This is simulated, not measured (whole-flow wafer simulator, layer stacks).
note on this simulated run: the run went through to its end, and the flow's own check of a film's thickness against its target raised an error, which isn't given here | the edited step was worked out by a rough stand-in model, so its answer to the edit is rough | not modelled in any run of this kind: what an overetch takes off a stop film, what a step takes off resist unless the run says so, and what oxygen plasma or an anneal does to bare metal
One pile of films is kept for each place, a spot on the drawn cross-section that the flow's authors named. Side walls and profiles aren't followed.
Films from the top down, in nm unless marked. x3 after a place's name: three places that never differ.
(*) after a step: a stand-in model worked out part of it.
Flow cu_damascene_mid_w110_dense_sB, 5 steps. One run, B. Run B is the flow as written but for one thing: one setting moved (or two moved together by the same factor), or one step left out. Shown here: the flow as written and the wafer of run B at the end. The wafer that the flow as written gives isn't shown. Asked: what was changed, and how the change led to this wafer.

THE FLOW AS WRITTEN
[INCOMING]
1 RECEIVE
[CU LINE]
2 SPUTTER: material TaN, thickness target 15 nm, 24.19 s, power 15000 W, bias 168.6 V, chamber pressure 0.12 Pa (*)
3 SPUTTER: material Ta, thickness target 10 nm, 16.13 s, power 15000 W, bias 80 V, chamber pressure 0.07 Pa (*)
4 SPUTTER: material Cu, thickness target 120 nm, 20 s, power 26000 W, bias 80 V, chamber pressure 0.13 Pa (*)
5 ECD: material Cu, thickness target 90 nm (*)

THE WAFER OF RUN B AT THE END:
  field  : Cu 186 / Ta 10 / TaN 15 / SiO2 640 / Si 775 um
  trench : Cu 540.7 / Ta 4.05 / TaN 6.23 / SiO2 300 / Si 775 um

The cause: step 4, SPUTTER: thickness target 96 nm was run, where the flow has thickness target 120 nm; step 4, SPUTTER: 16 s was run, where the flow has 20 s.

How the change led to this, step by step:
  4 SPUTTER: material Cu, thickness target 120 nm, 20 s, power 26000 W, bias 80 V, chamber pressure 0.13 Pa (*)
      field: Cu +96 (new film) (as written it would be: Cu +120 (new film))
      trench: Cu +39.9 (new film) (as written it would be: Cu +49.9 (new film))
  5 ECD: material Cu, thickness target 90 nm (*)
      trench: Cu +500.8 (as written it would be: Cu +514.8)
